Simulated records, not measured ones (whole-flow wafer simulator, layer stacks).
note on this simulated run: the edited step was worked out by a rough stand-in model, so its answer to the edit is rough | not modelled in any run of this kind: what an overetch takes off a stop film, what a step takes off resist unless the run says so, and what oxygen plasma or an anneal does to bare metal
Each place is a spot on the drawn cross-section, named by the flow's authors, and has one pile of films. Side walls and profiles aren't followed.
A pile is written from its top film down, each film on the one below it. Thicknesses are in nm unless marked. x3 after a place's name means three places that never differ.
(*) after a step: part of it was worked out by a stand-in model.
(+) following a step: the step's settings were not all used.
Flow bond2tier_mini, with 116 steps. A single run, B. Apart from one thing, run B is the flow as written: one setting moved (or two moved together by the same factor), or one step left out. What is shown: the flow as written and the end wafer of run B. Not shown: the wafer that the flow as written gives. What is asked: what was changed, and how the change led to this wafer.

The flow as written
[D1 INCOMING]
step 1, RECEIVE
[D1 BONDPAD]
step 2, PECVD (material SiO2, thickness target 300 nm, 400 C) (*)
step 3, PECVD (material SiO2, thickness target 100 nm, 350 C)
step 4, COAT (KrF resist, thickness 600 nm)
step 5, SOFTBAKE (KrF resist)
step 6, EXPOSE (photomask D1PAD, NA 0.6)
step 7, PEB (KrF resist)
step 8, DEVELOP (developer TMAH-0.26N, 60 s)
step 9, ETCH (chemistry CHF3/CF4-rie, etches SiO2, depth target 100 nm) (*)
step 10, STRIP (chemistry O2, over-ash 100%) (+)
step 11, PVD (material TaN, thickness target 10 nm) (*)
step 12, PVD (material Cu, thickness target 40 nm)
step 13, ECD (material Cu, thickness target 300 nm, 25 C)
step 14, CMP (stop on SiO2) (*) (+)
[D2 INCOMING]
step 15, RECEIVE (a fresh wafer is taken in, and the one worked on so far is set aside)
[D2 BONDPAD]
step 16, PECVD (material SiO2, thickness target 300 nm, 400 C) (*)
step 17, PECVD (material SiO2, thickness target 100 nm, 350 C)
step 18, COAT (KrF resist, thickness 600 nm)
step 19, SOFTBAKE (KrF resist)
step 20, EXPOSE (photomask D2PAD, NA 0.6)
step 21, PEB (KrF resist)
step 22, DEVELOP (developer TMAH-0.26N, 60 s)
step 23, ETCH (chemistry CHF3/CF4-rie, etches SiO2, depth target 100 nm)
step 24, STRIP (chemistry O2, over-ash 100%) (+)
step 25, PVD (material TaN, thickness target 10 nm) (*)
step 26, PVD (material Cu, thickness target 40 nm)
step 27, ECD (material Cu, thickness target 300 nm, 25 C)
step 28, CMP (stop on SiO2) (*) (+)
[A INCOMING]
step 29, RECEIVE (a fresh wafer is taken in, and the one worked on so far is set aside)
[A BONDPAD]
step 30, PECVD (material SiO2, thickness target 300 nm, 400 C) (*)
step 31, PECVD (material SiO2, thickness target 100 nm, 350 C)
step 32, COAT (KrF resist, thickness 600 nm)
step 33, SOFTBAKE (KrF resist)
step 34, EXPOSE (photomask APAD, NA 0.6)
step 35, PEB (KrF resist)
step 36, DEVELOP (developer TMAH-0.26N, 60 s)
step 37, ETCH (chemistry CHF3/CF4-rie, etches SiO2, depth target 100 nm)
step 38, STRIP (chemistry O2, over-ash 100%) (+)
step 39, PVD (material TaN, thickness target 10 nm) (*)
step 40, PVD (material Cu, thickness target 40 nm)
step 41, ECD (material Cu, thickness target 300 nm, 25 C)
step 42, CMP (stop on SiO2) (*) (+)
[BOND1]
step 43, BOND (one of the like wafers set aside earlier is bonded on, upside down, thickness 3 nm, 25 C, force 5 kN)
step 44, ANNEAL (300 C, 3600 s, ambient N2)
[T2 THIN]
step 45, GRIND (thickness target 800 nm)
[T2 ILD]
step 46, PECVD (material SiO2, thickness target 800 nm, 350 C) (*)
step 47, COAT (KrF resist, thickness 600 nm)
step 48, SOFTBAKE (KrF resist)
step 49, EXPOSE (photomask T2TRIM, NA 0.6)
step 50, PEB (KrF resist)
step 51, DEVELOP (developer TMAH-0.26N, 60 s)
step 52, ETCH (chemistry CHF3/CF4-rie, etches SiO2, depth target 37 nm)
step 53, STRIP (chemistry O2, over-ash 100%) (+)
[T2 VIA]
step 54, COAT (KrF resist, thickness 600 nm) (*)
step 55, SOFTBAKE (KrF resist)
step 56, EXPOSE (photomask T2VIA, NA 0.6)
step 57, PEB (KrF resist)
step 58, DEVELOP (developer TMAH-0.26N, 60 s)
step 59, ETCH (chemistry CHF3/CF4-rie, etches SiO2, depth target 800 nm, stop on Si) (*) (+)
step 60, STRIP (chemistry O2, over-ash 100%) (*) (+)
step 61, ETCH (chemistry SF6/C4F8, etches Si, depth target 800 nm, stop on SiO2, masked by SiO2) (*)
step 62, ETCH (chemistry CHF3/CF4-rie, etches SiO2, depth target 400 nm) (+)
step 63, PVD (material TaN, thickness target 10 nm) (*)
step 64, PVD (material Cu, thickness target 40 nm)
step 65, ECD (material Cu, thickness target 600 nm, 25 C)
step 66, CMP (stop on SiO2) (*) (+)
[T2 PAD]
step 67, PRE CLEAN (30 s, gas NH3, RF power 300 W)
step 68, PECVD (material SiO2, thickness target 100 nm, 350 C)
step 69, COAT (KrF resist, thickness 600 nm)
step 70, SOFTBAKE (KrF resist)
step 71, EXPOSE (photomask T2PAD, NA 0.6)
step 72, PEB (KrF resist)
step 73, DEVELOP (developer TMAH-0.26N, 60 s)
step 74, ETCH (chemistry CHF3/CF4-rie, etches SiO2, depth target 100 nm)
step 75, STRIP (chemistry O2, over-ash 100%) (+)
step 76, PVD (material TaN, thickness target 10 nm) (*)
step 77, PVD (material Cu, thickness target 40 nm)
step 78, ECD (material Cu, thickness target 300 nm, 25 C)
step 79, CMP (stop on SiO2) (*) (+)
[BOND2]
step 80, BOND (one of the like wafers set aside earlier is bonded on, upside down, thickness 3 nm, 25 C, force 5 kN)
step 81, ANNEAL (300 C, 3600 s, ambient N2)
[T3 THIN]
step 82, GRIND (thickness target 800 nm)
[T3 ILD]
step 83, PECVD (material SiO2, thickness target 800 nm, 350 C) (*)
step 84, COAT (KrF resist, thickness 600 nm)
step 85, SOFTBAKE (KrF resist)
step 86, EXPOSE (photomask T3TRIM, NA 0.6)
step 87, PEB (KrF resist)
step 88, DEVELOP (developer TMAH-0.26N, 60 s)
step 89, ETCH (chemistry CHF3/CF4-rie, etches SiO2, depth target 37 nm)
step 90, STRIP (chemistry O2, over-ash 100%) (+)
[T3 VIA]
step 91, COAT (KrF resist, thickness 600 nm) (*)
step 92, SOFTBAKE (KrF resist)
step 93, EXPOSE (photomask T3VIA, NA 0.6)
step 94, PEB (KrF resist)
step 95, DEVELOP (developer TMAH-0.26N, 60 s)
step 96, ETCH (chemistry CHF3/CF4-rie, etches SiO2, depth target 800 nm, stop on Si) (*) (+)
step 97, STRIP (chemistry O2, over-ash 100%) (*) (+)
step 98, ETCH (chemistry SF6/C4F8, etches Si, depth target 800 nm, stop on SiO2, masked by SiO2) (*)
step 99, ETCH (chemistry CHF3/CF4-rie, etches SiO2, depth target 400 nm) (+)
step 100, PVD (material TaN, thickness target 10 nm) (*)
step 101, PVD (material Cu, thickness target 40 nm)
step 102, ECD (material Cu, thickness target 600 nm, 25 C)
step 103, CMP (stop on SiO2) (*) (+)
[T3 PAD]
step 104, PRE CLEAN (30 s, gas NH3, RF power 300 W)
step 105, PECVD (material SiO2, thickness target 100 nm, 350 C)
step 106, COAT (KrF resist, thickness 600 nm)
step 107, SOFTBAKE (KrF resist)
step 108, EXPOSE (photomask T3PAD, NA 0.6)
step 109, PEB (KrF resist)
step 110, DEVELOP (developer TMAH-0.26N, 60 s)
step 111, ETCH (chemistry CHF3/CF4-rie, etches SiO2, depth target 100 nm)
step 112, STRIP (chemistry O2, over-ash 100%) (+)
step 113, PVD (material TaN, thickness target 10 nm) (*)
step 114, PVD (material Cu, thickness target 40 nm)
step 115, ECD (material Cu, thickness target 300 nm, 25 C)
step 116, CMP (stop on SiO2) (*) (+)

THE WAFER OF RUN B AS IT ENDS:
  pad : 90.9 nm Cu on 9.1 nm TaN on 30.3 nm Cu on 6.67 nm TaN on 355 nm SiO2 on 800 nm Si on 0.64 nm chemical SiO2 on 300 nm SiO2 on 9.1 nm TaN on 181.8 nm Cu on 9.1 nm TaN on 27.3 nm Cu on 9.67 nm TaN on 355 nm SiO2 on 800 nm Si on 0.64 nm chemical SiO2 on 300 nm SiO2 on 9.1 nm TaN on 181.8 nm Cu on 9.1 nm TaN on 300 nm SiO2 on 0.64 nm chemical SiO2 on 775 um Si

Cause: step 100, PVD: thickness target 6.9 nm was run, though the flow has thickness target 10 nm.

How this came from the change, step by step:
  step 100, PVD (material TaN, thickness target 10 nm) (*)
      field: TaN gains 6.9 (new film) (it would be, as written: TaN gains 10 (new film))
      pad: TaN gains 6.67 (new film) (it would be, as written: TaN gains 9.67 (new film))
  step 103, CMP (stop on SiO2) (*) (+)
      field: Cu loses 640 (all of it), TaN loses 6.9 (all of it) (it would be, as written: Cu loses 640 (all of it), TaN loses 10 (all of it))
